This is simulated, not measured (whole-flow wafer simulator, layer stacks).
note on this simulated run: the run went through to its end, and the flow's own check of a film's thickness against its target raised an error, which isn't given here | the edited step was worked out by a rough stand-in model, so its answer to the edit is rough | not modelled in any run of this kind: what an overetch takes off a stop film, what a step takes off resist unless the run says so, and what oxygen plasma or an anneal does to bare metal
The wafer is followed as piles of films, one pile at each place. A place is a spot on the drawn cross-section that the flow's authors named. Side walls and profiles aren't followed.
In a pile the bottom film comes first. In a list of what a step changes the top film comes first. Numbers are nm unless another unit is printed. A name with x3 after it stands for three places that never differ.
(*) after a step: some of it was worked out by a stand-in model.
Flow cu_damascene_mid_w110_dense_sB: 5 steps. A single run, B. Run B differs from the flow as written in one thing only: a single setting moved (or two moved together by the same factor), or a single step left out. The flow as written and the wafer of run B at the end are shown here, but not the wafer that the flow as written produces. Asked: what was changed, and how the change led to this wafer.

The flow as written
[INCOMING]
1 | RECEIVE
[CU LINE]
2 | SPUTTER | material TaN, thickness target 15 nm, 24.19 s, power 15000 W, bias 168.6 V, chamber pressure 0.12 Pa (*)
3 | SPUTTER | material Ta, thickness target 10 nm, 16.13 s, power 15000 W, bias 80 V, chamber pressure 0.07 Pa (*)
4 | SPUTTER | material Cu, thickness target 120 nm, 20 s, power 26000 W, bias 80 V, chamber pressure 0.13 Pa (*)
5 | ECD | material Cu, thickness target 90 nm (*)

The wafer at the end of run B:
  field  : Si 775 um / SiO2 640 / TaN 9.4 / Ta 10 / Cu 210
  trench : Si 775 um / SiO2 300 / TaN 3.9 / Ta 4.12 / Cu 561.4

The reason: step 2, SPUTTER: thickness target 9.4 nm was run, whereas the flow has thickness target 15 nm; step 2, SPUTTER: 15.12 s was run, where the flow has 24.19 s.
The wafer lets one read it off: field has TaN 9.4, and step 2 as written asks for 15 nm.

How this came from the change, step by step:
  2 | SPUTTER | material TaN, thickness target 15 nm, 24.19 s, power 15000 W, bias 168.6 V, chamber pressure 0.12 Pa (*)
      field: +9.4 TaN (new film) (as written it would have been: +15 TaN (new film))
      trench: +3.9 TaN (new film) (as written it would have been: +6.23 TaN (new film))
